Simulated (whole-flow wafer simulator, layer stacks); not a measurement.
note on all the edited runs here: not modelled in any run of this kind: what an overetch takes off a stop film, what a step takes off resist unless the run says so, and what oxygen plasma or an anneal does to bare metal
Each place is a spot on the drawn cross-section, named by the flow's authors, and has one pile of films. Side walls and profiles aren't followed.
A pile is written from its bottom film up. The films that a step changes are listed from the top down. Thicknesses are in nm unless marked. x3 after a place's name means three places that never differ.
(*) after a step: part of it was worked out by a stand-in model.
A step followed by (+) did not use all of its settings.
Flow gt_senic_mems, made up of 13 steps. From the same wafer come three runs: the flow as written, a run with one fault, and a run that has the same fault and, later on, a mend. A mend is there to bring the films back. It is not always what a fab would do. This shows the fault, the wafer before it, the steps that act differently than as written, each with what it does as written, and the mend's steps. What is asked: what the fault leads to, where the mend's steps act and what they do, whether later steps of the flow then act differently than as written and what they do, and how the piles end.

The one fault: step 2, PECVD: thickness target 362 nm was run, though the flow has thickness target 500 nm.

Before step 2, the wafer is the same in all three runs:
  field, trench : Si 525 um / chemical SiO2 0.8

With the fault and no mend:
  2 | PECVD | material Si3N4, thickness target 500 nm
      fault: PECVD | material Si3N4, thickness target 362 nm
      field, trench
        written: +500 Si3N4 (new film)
        fault: +362 Si3N4 (new film)
  Steps further on in the flow that do not act as written (1 more step, not shown, differs only slightly: by at most 2% or 0.5 nm, whichever is larger):
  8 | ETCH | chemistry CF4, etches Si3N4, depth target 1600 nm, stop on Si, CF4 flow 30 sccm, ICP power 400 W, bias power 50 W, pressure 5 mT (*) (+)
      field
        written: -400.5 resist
        fault: -308.5 resist
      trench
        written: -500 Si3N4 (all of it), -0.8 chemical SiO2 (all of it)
        fault: -362 Si3N4 (all of it), -0.8 chemical SiO2 (all of it)
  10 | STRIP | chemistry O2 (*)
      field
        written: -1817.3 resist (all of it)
        fault: -1909.3 resist (all of it)
  The piles end different from the flow's at field by more than 2% or 0.5 nm, whichever is larger.
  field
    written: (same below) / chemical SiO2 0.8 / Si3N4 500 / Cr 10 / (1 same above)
    fault: (same below) / chemical SiO2 0.8 / Si3N4 362 / Cr 10 / (1 same above)

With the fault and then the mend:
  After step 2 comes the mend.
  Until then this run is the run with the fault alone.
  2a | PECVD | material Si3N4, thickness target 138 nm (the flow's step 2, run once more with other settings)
      field, trench
        +138 Si3N4
  Later steps of the flow that are run all act as written at every place that is followed.
  By the end, the piles equal the flow's at every place that both follow.
